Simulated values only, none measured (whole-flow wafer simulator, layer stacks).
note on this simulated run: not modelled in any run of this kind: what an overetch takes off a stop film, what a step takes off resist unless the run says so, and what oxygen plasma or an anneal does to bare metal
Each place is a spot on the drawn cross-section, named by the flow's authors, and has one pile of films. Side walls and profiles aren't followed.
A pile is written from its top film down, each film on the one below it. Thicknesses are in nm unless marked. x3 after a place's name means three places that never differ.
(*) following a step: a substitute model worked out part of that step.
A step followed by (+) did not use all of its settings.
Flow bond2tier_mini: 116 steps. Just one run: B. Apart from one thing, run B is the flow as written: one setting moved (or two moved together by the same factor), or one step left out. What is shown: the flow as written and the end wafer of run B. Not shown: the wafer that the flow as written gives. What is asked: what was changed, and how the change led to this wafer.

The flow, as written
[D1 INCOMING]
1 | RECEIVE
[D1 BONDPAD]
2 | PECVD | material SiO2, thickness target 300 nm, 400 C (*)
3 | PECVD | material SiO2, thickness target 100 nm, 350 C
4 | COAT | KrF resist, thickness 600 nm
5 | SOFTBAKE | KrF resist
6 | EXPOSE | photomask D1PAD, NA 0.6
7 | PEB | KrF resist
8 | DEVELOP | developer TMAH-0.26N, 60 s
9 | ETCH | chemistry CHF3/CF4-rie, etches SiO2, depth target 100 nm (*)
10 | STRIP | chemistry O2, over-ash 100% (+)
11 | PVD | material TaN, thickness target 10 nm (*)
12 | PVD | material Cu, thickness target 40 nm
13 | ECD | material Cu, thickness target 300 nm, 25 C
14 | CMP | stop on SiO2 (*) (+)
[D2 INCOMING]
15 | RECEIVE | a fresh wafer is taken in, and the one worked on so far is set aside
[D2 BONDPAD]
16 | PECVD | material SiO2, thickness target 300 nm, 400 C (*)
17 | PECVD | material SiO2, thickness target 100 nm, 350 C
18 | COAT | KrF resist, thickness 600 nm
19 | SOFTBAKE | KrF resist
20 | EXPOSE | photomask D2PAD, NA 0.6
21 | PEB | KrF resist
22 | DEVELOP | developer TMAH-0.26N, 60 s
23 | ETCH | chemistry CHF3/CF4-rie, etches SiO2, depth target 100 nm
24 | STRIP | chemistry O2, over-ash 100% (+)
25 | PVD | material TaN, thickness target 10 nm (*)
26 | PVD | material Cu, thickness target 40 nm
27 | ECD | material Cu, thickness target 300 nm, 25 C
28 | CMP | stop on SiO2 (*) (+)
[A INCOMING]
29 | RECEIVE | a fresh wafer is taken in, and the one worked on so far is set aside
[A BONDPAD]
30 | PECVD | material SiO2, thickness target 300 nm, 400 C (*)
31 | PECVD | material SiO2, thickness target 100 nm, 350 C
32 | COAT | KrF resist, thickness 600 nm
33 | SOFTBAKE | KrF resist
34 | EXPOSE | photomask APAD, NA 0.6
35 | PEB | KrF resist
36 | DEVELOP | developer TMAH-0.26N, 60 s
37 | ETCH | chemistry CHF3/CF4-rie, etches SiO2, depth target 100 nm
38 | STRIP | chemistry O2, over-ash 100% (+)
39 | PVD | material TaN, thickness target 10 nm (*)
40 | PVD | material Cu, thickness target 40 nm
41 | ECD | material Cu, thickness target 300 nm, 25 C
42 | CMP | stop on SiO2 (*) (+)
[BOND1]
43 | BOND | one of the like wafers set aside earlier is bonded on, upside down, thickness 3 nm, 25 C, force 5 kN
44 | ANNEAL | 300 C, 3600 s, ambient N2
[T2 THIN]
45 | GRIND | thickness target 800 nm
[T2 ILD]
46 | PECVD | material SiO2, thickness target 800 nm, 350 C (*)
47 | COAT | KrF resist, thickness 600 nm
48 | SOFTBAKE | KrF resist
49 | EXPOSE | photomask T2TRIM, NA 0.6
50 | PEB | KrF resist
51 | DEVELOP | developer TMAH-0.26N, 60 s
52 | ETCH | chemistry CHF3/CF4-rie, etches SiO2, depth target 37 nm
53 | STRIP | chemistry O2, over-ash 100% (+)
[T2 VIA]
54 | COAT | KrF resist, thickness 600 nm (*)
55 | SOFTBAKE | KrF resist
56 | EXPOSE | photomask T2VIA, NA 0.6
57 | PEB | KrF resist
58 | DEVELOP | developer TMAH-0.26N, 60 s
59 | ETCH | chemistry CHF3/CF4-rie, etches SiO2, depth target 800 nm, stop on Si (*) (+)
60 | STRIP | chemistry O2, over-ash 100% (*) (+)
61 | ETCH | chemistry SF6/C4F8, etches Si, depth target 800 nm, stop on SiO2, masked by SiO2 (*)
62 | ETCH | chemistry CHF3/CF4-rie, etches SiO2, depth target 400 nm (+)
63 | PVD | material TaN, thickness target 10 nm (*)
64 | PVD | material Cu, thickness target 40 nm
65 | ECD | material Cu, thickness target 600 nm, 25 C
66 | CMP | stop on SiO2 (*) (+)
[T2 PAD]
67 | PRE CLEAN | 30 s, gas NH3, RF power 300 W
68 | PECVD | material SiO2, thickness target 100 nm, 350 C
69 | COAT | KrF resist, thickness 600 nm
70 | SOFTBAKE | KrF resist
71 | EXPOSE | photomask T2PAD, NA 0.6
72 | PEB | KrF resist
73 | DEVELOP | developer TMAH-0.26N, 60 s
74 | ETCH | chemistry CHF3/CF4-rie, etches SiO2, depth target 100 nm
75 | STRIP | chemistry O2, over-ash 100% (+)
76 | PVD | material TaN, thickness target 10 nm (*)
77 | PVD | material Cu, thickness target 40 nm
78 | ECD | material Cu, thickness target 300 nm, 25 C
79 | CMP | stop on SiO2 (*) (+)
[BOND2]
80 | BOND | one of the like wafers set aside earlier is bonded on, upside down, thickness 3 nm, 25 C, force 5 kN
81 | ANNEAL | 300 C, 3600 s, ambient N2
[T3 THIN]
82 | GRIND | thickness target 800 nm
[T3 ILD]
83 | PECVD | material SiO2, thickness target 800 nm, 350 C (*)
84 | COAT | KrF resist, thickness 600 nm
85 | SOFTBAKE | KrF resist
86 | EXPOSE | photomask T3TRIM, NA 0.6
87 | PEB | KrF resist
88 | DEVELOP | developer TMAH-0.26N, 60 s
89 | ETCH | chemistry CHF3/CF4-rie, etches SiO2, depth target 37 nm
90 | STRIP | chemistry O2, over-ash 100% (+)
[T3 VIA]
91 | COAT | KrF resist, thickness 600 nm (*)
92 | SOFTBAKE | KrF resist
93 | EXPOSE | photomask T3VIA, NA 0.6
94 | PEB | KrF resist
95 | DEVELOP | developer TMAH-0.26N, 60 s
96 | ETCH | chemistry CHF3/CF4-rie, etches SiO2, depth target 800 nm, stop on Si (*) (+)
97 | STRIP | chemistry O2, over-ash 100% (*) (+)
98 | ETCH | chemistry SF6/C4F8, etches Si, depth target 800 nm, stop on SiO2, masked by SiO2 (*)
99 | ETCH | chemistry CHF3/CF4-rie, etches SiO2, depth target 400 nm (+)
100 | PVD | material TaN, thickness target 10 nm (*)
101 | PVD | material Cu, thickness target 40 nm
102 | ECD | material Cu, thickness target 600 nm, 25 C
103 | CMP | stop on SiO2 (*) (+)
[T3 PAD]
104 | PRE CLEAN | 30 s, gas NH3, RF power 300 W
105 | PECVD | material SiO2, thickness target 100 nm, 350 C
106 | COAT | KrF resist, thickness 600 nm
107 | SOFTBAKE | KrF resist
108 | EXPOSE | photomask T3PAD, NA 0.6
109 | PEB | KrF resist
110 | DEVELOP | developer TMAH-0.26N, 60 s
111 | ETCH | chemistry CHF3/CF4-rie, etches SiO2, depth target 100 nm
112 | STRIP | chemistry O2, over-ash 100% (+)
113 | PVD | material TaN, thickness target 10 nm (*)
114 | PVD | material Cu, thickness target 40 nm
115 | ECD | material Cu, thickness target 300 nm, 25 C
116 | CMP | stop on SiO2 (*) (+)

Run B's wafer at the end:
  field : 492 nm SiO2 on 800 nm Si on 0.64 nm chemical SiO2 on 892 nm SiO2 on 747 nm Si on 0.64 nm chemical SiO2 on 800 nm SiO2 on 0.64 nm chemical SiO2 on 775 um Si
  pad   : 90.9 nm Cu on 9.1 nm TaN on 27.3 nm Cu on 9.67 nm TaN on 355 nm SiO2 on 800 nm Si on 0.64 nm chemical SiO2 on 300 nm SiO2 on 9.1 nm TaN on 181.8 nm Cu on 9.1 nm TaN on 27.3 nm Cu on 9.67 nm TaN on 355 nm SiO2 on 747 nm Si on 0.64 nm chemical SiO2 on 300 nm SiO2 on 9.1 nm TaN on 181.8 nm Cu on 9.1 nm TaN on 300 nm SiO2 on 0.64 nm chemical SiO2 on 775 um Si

The reason: step 45, GRIND: thickness target 747 nm was run, while the flow as written has thickness target 800 nm.
The wafer itself shows it: field has Si 747, and step 45 as written asks for 800 nm.

The path from the change to this, step by step:
  45 | GRIND | thickness target 800 nm
      field, pad, via: Si loses 774.25 um (as written it would have been: Si loses 774.2 um)
